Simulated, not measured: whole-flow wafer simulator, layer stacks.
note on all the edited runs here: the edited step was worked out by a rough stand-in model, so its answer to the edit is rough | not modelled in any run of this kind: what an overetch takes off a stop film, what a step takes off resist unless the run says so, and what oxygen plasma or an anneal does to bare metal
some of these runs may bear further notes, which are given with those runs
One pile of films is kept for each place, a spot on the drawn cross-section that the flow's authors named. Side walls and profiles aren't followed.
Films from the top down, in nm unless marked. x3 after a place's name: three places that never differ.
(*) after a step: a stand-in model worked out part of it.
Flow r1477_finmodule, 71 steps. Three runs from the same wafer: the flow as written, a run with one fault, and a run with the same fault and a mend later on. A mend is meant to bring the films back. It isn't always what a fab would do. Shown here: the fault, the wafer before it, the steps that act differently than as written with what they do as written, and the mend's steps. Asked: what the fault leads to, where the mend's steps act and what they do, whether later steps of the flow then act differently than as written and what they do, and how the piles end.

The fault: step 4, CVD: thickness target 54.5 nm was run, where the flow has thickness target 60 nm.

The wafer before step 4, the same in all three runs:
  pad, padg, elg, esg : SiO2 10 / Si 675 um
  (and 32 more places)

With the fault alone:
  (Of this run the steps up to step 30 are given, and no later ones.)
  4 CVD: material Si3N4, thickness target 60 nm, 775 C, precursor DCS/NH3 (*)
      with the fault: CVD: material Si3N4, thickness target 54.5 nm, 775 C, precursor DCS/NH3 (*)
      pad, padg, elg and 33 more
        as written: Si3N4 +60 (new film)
        with the fault: Si3N4 +54.5 (new film)
  No later step of the flow up to step 30 acts differently than as written at any place that is followed.
  After step 30 the piles differ from the flow's by more than 2% or 0.5 nm, whichever is larger, at pad, padg, elg and 33 more.
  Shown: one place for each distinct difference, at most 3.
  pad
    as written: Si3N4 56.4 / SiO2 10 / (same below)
    with the fault: Si3N4 50.9 / SiO2 10 / (same below)
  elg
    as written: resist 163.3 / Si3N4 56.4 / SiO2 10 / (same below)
    with the fault: resist 163.3 / Si3N4 50.9 / SiO2 10 / (same below)
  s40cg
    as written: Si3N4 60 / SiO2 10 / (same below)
    with the fault: Si3N4 54.5 / SiO2 10 / (same below)

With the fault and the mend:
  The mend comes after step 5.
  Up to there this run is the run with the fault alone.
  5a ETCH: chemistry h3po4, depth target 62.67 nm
      pad, padg, elg and 33 more
        Si3N4 -54.5 (all of it)
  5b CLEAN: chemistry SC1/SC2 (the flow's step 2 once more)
      changes no film at any place that is followed
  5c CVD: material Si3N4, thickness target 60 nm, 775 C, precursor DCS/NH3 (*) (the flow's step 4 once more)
      pad, padg, elg and 33 more
        Si3N4 +60 (new film)
  No later step of the flow acts differently than as written at any place that is followed.
  At the end the piles are the same as the flow's at every place that both follow.
